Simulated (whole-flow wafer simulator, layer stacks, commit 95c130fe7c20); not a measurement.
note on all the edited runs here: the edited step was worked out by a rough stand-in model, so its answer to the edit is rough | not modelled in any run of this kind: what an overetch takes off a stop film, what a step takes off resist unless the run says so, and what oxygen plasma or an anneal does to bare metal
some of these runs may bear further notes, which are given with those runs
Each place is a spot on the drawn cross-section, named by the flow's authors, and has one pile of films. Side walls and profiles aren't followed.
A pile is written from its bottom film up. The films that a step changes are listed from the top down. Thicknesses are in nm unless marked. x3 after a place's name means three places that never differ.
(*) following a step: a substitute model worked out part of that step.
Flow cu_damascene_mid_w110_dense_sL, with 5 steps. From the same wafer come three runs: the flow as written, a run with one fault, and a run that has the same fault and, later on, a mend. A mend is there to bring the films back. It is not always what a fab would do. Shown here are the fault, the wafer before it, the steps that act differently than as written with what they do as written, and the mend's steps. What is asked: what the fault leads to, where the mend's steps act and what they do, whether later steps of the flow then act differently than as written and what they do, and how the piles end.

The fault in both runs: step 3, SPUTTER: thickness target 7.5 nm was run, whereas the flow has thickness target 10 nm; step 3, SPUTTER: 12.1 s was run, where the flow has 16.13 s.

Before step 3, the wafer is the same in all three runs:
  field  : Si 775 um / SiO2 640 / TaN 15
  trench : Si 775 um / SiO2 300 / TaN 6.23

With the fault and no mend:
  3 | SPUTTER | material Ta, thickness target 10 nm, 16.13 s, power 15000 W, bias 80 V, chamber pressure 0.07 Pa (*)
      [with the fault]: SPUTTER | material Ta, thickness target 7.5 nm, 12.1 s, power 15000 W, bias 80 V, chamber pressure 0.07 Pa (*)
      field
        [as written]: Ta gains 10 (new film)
        [with the fault]: Ta gains 7.5 (new film)
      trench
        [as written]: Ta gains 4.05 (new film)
        [with the fault]: Ta gains 3.03 (new film)
  Every later step of the flow that is run acts as written, at every place that is followed, to within 2% or 0.5 nm, whichever is larger.
  At field, trench, the piles at the end differ from the flow's by more than 2% or 0.5 nm, whichever is larger.
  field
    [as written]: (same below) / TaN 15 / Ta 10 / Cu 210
    [with the fault]: (same below) / TaN 15 / Ta 7.5 / Cu 210
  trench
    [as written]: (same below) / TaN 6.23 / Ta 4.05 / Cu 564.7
    [with the fault]: (same below) / TaN 6.23 / Ta 3.03 / Cu 563.2

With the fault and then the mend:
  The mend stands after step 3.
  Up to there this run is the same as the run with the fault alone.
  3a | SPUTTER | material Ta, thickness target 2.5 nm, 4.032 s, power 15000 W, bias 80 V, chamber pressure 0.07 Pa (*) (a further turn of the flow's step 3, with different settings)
      field
        Ta gains 2.5
      trench
        Ta gains 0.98
  Every later step of the flow that is run acts as written at every place that is followed.
  The piles end only slightly different from the flow's at the places that both follow, by no more than 2% or 0.5 nm, whichever is larger.
